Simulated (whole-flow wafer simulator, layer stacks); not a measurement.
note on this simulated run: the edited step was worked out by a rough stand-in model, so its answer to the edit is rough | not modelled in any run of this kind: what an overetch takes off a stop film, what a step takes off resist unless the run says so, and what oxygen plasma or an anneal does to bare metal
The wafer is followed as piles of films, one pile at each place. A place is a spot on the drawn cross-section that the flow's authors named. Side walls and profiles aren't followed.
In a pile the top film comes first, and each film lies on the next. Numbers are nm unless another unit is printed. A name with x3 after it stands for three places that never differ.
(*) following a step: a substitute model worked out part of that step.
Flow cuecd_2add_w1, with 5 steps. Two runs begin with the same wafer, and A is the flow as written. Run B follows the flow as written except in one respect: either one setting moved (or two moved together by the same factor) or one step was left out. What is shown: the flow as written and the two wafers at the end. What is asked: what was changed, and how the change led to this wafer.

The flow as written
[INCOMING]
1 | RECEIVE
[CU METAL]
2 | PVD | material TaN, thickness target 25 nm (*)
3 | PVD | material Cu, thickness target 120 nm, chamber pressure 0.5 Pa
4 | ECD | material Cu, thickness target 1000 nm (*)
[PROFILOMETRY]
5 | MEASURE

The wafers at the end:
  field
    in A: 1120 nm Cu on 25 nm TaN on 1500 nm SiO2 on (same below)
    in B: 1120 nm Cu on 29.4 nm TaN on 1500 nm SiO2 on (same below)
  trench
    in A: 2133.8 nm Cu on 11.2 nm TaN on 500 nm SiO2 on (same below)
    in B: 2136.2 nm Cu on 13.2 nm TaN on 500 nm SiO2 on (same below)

The reason: step 2, PVD: thickness target 29.4 nm was run, whereas the flow has thickness target 25 nm.
The wafer lets one read it off: field has TaN 29.4, and step 2 as written asks for 25 nm.

Step by step, how the change led to this:
  2 | PVD | material TaN, thickness target 25 nm (*)
      field: A TaN gains 25 (new film) | B TaN gains 29.4 (new film)
      trench: A TaN gains 11.2 (new film) | B TaN gains 13.2 (new film)
